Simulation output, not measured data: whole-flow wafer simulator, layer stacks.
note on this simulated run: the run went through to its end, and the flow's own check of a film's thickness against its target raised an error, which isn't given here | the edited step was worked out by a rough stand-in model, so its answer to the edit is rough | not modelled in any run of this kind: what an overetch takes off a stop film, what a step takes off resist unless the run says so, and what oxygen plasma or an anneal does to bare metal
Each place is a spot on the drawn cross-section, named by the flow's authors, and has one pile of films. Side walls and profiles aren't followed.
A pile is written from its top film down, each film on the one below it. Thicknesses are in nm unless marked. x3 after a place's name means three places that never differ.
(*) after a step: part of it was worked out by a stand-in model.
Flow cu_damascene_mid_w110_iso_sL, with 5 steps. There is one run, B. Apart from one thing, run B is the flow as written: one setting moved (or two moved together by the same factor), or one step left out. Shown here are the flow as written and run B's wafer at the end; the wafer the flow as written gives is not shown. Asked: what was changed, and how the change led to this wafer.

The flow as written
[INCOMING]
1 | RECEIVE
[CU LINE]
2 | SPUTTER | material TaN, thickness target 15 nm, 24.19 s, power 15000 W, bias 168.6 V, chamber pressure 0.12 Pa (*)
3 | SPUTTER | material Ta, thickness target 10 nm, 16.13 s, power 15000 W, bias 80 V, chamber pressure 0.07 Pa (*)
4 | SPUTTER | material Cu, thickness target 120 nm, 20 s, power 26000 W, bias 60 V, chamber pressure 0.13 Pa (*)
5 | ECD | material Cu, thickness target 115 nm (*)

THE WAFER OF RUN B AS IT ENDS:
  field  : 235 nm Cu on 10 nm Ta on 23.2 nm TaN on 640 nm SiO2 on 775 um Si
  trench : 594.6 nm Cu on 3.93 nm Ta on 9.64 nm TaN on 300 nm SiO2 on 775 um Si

The reason: step 2, SPUTTER: thickness target 23.2 nm was run, whereas the flow has thickness target 15 nm; step 2, SPUTTER: 37.49 s was run, where the flow has 24.19 s.
The wafer itself shows it: field has TaN 23.2, and step 2 as written asks for 15 nm.

How this came from the change, step by step:
  2 | SPUTTER | material TaN, thickness target 15 nm, 24.19 s, power 15000 W, bias 168.6 V, chamber pressure 0.12 Pa (*)
      field: +23.2 TaN (new film) (it would be, as written: +15 TaN (new film))
      trench: +9.64 TaN (new film) (it would be, as written: +6.23 TaN (new film))
  4 | SPUTTER | material Cu, thickness target 120 nm, 20 s, power 26000 W, bias 60 V, chamber pressure 0.13 Pa (*)
      trench: +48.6 Cu (new film) (it would be, as written: +49.9 Cu (new film))
